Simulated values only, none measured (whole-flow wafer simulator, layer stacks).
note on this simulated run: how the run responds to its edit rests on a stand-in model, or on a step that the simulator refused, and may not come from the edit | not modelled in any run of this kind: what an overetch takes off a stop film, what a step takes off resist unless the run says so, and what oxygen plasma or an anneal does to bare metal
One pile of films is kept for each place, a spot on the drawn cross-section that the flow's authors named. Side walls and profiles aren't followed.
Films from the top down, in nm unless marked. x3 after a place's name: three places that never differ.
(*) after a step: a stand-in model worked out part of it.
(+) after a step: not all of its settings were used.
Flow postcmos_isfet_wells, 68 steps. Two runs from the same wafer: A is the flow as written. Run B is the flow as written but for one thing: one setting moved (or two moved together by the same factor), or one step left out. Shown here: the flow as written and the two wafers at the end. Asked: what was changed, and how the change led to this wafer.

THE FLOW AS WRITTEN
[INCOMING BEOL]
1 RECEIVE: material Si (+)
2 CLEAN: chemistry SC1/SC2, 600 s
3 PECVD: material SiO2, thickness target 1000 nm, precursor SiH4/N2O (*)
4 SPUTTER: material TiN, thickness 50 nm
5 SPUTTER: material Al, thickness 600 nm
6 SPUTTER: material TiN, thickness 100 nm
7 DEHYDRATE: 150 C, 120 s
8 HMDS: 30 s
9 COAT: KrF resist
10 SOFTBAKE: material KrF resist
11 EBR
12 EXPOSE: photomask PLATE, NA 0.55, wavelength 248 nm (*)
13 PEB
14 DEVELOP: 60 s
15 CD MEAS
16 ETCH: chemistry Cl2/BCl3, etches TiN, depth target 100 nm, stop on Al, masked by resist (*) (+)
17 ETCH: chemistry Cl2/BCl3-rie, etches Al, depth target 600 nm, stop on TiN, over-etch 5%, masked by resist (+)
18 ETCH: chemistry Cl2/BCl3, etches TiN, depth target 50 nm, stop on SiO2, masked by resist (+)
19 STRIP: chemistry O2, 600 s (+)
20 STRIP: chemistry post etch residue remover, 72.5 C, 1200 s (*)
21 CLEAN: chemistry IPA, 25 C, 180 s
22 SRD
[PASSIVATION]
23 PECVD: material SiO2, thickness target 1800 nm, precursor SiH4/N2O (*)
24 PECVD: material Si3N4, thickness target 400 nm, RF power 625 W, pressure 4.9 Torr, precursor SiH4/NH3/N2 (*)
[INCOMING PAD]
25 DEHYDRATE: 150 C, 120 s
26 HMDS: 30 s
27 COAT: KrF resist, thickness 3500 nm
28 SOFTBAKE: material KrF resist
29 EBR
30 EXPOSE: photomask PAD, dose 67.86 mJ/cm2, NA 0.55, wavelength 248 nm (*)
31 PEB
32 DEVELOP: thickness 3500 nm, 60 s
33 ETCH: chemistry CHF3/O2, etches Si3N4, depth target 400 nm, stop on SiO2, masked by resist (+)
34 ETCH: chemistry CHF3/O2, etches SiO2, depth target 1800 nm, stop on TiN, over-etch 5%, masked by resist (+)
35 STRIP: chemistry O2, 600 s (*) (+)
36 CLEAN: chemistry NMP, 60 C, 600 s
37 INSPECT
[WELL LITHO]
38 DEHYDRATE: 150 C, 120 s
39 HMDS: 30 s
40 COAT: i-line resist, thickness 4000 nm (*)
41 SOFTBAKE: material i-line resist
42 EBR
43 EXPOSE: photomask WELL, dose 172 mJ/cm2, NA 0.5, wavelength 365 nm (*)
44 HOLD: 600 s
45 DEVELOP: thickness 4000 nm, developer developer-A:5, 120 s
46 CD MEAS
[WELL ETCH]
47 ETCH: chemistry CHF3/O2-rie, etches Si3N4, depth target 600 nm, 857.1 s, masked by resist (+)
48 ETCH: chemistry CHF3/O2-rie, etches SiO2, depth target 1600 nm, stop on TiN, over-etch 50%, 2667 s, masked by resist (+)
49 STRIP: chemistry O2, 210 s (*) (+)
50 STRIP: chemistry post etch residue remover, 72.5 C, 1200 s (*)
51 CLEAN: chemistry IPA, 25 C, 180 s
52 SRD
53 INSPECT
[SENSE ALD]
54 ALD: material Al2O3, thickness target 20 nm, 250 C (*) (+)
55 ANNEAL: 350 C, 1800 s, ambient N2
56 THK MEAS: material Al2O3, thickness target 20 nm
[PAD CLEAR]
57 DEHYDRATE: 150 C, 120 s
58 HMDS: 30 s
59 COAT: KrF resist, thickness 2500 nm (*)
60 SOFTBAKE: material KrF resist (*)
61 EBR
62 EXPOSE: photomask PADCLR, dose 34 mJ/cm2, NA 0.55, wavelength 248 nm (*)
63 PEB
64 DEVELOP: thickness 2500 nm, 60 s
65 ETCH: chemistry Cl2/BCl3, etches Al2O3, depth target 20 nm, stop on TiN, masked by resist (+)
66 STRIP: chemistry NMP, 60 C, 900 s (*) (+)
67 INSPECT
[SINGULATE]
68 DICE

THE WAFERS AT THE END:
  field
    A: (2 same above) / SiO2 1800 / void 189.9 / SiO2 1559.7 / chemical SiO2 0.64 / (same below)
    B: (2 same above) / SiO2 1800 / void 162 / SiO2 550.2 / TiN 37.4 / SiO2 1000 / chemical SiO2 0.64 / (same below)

The cause: step 17, ETCH: depth target 510 nm was run, where the flow has depth target 600 nm.

How the change led to this, step by step:
  17 ETCH: chemistry Cl2/BCl3-rie, etches Al, depth target 600 nm, stop on TiN, over-etch 5%, masked by resist (+)
      field: A Al -600 (all of it) | B Al -510
      margin, well900, well1300, well2000, well3000, pad_rim, pad_clr, pad_open: A KrF resist -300 | B KrF resist -255
  18 ETCH: chemistry Cl2/BCl3, etches TiN, depth target 50 nm, stop on SiO2, masked by resist (+)
      field: A TiN -50 (all of it) | B Al -90 (all of it), TiN -12.2
  19 STRIP: chemistry O2, 600 s (+)
      margin, well900, well1300, well2000, well3000, pad_rim, pad_clr, pad_open: A KrF resist -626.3 (all of it) | B KrF resist -671.3 (all of it)
  23 PECVD: material SiO2, thickness target 1800 nm, precursor SiH4/N2O (*)
      field: A SiO2 +1800 (new film), void +189.9 (new film), SiO2 +559.7 | B SiO2 +1800 (new film), void +162 (new film), SiO2 +550.2 (new film)
Counting metal films that touch as one body, field has 1 body; the flow as written gives 0 bodies.
